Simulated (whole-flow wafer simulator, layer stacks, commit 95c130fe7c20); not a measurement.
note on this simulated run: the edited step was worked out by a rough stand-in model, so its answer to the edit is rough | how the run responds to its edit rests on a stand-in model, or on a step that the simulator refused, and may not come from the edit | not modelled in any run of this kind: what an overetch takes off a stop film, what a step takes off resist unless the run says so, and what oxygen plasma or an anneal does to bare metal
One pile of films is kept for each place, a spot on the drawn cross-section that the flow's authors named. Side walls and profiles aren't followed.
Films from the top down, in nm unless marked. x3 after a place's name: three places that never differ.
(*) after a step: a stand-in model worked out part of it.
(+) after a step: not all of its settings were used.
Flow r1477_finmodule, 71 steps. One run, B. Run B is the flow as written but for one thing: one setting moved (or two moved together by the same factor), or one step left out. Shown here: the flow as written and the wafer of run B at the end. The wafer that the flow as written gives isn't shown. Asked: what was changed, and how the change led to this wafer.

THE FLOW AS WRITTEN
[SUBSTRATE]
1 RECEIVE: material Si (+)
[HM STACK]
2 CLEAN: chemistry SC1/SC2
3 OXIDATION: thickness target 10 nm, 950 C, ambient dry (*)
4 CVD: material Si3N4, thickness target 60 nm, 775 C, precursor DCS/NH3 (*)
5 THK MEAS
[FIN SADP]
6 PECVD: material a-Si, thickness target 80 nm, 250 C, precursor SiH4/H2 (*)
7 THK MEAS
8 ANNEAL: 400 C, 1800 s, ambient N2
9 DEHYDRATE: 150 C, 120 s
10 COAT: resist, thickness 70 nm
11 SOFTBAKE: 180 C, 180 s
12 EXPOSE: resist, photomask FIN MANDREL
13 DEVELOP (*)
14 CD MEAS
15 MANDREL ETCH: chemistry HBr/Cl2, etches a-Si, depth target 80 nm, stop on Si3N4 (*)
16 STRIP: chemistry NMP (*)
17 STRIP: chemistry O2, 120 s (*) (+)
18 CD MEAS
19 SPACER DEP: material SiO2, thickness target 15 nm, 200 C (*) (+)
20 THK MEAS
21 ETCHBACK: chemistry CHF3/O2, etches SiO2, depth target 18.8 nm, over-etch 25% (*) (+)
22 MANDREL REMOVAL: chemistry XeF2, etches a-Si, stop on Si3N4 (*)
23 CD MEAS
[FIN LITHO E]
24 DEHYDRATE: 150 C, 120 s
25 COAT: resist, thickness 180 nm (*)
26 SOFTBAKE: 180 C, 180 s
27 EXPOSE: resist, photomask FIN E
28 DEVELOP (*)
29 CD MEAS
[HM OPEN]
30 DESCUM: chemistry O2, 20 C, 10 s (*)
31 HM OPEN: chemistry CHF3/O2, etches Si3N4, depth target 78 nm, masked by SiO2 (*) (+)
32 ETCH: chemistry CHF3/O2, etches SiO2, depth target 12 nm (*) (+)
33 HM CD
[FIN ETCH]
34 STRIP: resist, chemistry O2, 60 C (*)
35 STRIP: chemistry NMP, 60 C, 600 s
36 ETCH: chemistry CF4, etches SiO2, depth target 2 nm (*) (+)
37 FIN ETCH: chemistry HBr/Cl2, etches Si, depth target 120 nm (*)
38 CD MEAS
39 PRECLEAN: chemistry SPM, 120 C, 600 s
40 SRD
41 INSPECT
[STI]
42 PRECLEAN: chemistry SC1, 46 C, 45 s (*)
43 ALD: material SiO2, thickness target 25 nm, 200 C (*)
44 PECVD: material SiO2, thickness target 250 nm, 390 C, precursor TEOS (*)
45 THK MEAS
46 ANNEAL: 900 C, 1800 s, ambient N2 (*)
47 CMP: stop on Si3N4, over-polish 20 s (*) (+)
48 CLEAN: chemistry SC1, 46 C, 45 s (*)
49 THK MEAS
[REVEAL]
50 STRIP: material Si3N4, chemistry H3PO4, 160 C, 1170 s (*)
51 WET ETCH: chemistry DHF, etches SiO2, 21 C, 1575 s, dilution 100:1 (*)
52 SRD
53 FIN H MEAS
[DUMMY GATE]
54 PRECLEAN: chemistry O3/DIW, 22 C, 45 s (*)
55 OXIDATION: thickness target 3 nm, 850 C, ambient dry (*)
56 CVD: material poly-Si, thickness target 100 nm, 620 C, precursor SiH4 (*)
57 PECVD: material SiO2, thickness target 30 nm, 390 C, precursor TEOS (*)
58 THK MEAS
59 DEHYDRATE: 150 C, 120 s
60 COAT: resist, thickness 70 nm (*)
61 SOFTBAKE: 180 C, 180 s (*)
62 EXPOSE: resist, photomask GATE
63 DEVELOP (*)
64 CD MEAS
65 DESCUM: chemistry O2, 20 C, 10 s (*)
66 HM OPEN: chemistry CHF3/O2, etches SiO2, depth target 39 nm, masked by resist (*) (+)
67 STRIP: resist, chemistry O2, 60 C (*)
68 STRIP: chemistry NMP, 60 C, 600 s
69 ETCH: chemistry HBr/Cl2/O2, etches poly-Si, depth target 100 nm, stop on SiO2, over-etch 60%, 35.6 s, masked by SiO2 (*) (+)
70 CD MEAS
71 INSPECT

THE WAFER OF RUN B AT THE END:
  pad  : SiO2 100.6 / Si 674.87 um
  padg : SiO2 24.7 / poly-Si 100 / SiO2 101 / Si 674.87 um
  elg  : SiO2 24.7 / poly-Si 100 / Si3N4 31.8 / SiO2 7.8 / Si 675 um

The cause: step 3, OXIDATION: thickness target 7.8 nm was run, where the flow has thickness target 10 nm.
It can be read off the wafer: elg has SiO2 7.8, and step 3 as written asks for 10 nm.

How the change led to this, step by step:
  3 OXIDATION: thickness target 10 nm, 950 C, ambient dry (*)
      pad, padg, elg and 33 more: SiO2 +7.8 (new film), chemical SiO2 -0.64 (all of it), Si -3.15 (as written it would be: SiO2 +10 (new film), chemical SiO2 -0.64 (all of it), Si -4.12)
  31 HM OPEN: chemistry CHF3/O2, etches Si3N4, depth target 78 nm, masked by SiO2 (*) (+)
      s40cg, s45cg, s50cg, s40co, s45co, s50co: Si3N4 -60 (all of it), SiO2 -7.8 (all of it) (as written it would be: Si3N4 -60 (all of it), SiO2 -9)
      pad, padg, esg and 13 more: Si3N4 -56.4 (all of it), SiO2 -7.8 (all of it) (as written it would be: Si3N4 -56.4 (all of it), SiO2 -10 (all of it))
  32 ETCH: chemistry CHF3/O2, etches SiO2, depth target 12 nm (*) (+)
      s40cg, s40co: Si -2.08 (as written it would be: SiO2 -1 (all of it), Si -2.2)
      s45cg, s45co: Si -2.12 (as written it would be: SiO2 -1 (all of it), Si -2.2)
      (and at 2 more places)
  47 CMP: stop on Si3N4, over-polish 20 s (*) (+)
      pad, padg, e40sg and 11 more: SiO2 -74 (as written it would be: SiO2 -71.8)
      eso: SiO2 -74.6 (as written it would be: SiO2 -72.4)
  51 WET ETCH: chemistry DHF, etches SiO2, 21 C, 1575 s, dilution 100:1 (*)
      s40sg_line, s45sg_line, s50sg_line, s40so_line, s45so_line, s50so_line: SiO2 -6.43 (all of it) (as written it would be: SiO2 -8.63 (all of it))
  60 COAT: resist, thickness 70 nm (*)
      s40sg, s45sg, s40so, s45so: resist +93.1 (new film) (as written it would be: resist +91 (new film))
      s50sg, s50so: resist +93 (new film) (as written it would be: resist +90.9 (new film))
  63 DEVELOP (*)
      s40so, s45so: resist -93.1 (all of it) (as written it would be: resist -91 (all of it))
      s50so: resist -93 (all of it) (as written it would be: resist -90.9 (all of it))
  67 STRIP: resist, chemistry O2, 60 C (*)
      s40sg, s45sg: resist -39 (all of it) (as written it would be: resist -36.9 (all of it))
      s50sg: resist -38.9 (all of it) (as written it would be: resist -36.8 (all of it))
